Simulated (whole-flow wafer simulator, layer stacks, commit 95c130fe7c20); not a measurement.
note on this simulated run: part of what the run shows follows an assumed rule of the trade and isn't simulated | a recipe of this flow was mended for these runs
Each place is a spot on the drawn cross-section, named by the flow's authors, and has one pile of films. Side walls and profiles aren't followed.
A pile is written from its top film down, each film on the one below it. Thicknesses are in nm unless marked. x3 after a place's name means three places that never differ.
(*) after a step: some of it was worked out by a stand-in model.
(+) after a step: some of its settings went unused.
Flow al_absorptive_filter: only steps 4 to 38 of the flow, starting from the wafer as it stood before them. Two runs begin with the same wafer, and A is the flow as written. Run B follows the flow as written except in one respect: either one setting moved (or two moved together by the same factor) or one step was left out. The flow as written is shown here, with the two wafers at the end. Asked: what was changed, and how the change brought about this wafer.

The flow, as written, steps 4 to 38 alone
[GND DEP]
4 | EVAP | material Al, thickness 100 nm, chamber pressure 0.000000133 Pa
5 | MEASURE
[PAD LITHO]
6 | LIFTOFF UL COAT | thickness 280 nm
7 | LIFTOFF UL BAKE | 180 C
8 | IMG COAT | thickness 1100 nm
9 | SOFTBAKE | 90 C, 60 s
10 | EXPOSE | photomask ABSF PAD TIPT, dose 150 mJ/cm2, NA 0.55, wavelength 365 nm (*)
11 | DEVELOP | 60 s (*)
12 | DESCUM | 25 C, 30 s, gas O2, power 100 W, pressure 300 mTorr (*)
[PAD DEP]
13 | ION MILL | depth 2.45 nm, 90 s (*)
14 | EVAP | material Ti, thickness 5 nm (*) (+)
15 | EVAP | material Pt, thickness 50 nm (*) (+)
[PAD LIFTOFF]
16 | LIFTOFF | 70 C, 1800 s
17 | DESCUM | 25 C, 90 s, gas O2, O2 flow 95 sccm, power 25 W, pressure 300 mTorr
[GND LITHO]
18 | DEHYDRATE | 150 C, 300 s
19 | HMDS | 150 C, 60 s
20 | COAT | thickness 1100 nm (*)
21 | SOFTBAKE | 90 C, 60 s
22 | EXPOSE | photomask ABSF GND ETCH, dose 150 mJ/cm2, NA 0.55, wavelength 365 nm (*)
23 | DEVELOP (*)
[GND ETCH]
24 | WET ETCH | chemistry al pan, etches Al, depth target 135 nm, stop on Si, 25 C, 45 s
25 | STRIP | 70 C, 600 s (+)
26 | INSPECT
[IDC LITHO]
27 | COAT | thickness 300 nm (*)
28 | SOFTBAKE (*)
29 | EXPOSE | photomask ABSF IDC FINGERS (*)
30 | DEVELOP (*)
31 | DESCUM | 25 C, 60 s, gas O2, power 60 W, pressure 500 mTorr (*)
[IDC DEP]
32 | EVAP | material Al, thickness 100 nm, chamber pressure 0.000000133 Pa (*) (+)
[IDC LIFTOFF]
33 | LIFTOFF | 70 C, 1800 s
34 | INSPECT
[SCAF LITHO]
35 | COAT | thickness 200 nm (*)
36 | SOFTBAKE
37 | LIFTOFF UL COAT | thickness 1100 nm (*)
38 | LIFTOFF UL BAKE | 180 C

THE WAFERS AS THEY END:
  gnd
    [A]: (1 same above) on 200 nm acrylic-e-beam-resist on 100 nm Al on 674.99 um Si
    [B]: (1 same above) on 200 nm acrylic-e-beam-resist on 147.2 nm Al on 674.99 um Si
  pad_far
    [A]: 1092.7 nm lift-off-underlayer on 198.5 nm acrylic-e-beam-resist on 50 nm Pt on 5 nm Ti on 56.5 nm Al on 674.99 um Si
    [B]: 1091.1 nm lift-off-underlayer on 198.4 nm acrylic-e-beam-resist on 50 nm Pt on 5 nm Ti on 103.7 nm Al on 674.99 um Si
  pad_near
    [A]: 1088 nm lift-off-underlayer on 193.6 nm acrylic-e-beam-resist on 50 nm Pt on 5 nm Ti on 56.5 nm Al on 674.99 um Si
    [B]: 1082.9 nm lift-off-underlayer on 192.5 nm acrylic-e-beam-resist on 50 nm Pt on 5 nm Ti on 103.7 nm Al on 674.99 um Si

The reason: step 4, EVAP: thickness 147.2 nm was run, whereas the flow has thickness 100 nm.
The wafer lets one read it off: gnd has Al 147.2, and step 4 as written asks for 100 nm.

The path from the change to this, step by step:
  4 | EVAP | material Al, thickness 100 nm, chamber pressure 0.000000133 Pa
      gnd, pad_far, pad_near and 11 more: A +100 Al (new film) | B +147.2 Al (new film)
  24 | WET ETCH | chemistry al pan, etches Al, depth target 135 nm, stop on Si, 25 C, 45 s
      res, xl_gap, idc_field, idc_line, idc_space: A -86.7 Al (all of it) | B -133.9 Al (all of it)
  27 | COAT | thickness 300 nm (*)
      ledge: A +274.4 e-beam-resist (new film) | B +260.7 e-beam-resist (new film)
      res: A +349.6 e-beam-resist (new film) | B +371.4 e-beam-resist (new film)
      (also at 2 further places)
  33 | LIFTOFF | 70 C, 1800 s
      ledge: A -100 Al (all of it), -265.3 e-beam-resist (all of it) | B -100 Al (all of it), -251.7 e-beam-resist (all of it)
      res: A -100 Al (all of it), -340.6 e-beam-resist (all of it) | B -100 Al (all of it), -362.4 e-beam-resist (all of it)
      (also at 2 further places)
  35 | COAT | thickness 200 nm (*)
      ledge: A +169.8 acrylic-e-beam-resist (new film) | B +154.9 acrylic-e-beam-resist (new film)
      res: A +231.4 acrylic-e-beam-resist (new film) | B +243.5 acrylic-e-beam-resist (new film)
      (also at 2 further places)
  37 | LIFTOFF UL COAT | thickness 1100 nm (*)
      res: A +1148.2 lift-off-underlayer (new film) | B +1171.7 lift-off-underlayer (new film)
